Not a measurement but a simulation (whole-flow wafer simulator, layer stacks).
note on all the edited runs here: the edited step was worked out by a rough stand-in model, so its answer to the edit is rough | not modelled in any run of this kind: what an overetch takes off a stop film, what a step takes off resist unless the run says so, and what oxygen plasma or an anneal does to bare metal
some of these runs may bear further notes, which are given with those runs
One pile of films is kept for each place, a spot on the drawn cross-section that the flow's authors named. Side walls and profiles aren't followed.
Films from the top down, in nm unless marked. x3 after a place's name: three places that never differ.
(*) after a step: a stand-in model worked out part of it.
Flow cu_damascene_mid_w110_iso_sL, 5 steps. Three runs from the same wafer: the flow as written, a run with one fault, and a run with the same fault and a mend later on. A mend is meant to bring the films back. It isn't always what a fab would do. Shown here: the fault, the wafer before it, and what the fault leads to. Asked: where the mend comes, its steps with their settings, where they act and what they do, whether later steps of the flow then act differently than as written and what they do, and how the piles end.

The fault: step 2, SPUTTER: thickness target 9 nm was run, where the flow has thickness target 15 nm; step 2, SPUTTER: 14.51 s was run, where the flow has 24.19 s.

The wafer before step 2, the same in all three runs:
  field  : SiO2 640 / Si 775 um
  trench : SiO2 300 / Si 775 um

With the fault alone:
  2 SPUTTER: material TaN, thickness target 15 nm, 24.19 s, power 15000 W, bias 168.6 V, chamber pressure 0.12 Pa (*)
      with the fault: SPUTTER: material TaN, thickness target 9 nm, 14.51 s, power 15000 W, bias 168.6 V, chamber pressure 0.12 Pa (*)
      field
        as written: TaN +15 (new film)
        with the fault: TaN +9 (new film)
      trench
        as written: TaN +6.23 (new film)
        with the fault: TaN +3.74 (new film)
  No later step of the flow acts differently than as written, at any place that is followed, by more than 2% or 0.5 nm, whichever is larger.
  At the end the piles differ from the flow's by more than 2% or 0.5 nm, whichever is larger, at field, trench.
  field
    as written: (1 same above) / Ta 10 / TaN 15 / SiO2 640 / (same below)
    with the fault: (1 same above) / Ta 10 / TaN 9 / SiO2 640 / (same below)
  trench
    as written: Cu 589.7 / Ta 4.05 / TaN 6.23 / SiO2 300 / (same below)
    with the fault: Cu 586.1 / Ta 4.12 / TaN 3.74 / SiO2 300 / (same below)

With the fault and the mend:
  The mend comes after step 2.
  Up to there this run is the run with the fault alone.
  2a SPUTTER: material TaN, thickness target 6 nm, 9.676 s, power 15000 W, bias 168.6 V, chamber pressure 0.12 Pa (*) (the flow's step 2 once more, with other settings)
      field
        TaN +6
      trench
        TaN +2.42
  No later step of the flow acts differently than as written, at any place that is followed, by more than 2% or 0.5 nm, whichever is larger.
  At the end the piles differ from the flow's only slightly at the places that both follow, by at most 2% or 0.5 nm, whichever is larger.
